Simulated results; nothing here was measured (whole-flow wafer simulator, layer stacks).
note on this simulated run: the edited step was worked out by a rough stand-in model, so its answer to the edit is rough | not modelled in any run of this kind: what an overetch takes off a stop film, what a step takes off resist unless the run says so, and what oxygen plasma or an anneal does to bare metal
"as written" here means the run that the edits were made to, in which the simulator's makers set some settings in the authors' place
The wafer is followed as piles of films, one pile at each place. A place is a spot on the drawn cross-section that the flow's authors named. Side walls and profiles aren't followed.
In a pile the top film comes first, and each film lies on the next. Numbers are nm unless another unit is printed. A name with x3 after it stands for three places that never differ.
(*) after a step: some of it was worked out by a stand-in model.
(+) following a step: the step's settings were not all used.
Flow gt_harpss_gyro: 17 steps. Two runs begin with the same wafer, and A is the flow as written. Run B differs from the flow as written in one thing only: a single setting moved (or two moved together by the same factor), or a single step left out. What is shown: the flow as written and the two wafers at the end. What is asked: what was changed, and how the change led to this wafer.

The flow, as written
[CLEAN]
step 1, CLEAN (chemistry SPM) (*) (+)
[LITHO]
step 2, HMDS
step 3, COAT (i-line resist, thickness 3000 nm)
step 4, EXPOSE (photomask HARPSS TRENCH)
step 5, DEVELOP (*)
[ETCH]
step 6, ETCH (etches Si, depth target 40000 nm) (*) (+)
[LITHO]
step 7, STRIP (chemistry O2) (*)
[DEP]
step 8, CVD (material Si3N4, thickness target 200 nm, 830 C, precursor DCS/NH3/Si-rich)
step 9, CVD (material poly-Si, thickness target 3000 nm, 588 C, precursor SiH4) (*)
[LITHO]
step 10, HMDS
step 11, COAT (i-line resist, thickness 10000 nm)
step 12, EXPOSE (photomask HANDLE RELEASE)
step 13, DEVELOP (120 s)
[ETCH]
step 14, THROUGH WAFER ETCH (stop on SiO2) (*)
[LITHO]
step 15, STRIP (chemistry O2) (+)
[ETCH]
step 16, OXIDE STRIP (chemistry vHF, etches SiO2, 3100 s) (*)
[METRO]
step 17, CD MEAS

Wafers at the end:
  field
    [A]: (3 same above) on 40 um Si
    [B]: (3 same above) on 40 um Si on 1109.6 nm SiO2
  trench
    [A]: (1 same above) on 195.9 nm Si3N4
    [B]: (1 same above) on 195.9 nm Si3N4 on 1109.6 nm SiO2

Cause: step 16, OXIDE STRIP: 1150 s was run, though the flow has 3100 s.

Step by step, how the change led to this:
  step 16, OXIDE STRIP (chemistry vHF, etches SiO2, 3100 s) (*)
      field: A under 4 films: SiO2 loses 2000 (all of it) | B under 4 films: SiO2 loses 890.4
      trench: A under 2 films: SiO2 loses 2000 (all of it) | B under 2 films: SiO2 loses 890.4
